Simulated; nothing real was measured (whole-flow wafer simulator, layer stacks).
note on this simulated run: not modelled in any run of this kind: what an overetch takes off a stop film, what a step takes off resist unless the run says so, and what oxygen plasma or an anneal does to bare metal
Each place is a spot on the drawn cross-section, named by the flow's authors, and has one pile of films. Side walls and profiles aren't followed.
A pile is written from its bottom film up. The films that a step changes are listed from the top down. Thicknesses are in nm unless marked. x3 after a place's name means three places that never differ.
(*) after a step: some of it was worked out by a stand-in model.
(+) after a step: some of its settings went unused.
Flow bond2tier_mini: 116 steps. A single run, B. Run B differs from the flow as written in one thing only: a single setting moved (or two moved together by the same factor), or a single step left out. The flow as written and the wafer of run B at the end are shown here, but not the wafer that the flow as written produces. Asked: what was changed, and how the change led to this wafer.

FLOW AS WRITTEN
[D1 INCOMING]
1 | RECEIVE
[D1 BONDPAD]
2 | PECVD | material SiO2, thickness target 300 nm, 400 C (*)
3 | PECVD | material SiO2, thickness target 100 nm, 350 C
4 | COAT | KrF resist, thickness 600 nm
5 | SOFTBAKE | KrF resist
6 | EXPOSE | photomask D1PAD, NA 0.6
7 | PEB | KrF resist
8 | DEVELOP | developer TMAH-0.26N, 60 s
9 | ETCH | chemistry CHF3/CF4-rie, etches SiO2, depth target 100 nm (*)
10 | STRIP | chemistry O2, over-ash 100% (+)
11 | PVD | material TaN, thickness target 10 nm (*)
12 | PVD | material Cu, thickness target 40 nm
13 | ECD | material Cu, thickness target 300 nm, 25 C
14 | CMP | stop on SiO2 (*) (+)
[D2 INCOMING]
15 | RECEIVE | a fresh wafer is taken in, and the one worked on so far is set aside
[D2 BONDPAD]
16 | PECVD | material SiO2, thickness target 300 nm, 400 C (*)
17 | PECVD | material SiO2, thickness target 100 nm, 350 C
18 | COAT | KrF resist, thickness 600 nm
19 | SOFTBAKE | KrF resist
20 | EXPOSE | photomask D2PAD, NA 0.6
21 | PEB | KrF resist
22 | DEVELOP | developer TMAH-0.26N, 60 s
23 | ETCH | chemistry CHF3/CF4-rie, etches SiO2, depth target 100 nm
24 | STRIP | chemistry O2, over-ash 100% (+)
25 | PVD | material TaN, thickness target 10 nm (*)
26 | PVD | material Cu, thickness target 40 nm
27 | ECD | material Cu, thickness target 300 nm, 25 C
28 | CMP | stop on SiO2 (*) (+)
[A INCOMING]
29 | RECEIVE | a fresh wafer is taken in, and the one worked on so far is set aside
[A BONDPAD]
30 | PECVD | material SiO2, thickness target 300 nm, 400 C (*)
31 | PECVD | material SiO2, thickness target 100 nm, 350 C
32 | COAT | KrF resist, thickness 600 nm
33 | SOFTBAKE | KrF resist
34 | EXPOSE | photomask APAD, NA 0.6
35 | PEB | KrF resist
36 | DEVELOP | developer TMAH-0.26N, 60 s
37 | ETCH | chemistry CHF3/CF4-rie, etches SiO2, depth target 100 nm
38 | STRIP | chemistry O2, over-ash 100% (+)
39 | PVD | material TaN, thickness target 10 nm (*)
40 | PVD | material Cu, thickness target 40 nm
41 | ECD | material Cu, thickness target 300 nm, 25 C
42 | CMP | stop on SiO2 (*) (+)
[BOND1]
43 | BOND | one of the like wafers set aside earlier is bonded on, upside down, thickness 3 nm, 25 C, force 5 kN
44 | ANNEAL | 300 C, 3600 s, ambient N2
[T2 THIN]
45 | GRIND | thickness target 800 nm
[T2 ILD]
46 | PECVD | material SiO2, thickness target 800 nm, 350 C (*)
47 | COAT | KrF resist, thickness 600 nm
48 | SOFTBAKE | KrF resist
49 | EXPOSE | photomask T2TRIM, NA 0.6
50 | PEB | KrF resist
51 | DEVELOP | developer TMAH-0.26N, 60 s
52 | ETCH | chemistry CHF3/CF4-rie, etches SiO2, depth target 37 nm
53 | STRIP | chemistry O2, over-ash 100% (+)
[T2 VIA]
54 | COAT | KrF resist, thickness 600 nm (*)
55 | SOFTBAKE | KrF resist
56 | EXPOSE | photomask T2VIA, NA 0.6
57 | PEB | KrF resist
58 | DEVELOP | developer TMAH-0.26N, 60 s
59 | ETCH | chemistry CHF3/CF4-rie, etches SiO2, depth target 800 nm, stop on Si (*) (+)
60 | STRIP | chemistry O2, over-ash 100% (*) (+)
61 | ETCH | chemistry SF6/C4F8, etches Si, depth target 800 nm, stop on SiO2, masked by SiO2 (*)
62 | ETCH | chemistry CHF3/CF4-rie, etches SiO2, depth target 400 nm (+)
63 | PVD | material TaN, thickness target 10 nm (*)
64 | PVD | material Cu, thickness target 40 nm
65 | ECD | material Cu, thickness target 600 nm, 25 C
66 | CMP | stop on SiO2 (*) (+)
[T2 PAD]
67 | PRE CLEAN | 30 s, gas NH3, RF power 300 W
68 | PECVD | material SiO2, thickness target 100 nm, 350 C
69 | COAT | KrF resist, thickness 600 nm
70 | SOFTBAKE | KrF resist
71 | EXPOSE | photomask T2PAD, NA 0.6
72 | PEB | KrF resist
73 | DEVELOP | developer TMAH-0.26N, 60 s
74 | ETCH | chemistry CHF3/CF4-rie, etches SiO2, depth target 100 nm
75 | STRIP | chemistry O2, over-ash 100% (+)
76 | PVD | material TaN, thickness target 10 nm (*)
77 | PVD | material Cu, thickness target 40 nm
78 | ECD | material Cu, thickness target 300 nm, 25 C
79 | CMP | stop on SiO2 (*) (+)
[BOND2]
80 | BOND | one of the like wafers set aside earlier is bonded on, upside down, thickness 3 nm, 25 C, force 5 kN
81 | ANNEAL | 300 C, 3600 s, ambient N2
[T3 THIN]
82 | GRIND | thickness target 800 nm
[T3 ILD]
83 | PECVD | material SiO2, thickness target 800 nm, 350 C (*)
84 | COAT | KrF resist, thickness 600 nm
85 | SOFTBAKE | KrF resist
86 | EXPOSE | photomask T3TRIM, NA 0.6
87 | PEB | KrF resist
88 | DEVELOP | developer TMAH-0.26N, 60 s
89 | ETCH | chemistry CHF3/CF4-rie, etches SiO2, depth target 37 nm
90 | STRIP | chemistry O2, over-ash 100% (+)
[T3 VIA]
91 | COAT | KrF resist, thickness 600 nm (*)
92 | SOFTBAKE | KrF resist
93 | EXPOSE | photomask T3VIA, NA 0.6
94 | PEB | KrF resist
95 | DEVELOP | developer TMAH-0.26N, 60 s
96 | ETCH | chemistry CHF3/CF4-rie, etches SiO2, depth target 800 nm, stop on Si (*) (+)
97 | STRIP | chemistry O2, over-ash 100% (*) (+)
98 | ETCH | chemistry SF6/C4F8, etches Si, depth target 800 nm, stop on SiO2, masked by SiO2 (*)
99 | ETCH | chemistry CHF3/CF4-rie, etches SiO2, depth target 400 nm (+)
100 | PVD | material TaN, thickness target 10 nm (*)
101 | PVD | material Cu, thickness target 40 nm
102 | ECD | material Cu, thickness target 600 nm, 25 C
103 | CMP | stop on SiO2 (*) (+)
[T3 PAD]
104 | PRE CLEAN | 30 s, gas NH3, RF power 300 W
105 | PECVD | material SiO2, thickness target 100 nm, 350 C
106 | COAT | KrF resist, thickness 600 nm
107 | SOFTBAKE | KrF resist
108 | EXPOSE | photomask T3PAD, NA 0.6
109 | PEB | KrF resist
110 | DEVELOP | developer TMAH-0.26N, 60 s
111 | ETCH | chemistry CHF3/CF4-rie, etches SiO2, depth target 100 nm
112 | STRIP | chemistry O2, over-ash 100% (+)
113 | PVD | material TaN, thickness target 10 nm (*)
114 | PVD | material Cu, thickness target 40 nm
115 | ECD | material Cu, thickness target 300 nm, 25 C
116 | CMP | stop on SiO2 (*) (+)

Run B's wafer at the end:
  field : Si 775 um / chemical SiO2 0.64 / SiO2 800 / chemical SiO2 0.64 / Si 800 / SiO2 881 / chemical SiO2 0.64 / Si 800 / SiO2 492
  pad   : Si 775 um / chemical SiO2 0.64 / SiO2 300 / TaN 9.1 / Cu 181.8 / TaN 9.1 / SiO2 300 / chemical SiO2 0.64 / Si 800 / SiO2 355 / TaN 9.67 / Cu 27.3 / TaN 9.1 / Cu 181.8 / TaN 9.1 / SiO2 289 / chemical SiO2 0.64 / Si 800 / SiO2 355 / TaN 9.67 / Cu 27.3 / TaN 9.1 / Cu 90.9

The reason: step 17, PECVD: thickness target 89 nm was run, whereas the flow has thickness target 100 nm.

The path from the change to this, step by step:
  17 | PECVD | material SiO2, thickness target 100 nm, 350 C
      field, pad, via: SiO2 gains 89 (as written it would have been: SiO2 gains 100)
  80 | BOND | one of the like wafers set aside earlier is bonded on, upside down, thickness 3 nm, 25 C, force 5 kN
      field: Si gains 775 um (new film), chemical SiO2 gains 0.64 (new film), SiO2 gains 389 (as written it would have been: Si gains 775 um (new film), chemical SiO2 gains 0.64 (new film), SiO2 gains 400)
      pad: Si gains 775 um (new film), chemical SiO2 gains 0.64 (new film), SiO2 gains 289 (new film), TaN gains 9.1 (new film), Cu gains 90.9 (as written it would have been: Si gains 775 um (new film), chemical SiO2 gains 0.64 (new film), SiO2 gains 300 (new film), TaN gains 9.1 (new film), Cu gains 90.9)
